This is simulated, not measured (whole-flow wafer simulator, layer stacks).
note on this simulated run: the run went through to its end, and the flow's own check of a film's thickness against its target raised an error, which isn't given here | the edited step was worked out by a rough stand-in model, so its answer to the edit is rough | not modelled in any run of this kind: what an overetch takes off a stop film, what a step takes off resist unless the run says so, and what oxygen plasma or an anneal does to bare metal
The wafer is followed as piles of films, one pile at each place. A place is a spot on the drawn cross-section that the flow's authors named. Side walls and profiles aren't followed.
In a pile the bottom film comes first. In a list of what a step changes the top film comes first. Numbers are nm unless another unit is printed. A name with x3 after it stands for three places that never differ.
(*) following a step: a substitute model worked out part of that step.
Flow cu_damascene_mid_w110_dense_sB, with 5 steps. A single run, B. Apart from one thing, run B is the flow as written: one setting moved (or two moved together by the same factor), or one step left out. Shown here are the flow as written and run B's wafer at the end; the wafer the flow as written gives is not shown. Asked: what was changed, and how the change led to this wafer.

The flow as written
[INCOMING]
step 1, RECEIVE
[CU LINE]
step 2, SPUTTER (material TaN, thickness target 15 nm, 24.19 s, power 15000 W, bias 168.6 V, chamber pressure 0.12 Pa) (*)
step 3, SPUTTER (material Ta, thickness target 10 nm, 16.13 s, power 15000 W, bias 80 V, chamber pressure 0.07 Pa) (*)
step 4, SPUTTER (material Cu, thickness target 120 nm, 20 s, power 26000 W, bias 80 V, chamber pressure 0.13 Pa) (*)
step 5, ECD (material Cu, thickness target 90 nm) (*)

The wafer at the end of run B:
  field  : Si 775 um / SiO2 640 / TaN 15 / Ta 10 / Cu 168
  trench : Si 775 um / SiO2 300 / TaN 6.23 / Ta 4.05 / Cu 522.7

The reason: step 4, SPUTTER: thickness target 78 nm was run, while the flow as written has thickness target 120 nm; step 4, SPUTTER: 13 s was run, where the flow has 20 s.

The path from the change to this, step by step:
  step 4, SPUTTER (material Cu, thickness target 120 nm, 20 s, power 26000 W, bias 80 V, chamber pressure 0.13 Pa) (*)
      field: Cu gains 78 (new film) (as written it would have been: Cu gains 120 (new film))
      trench: Cu gains 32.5 (new film) (as written it would have been: Cu gains 49.9 (new film))
  step 5, ECD (material Cu, thickness target 90 nm) (*)
      trench: Cu gains 490.3 (as written it would have been: Cu gains 514.8)
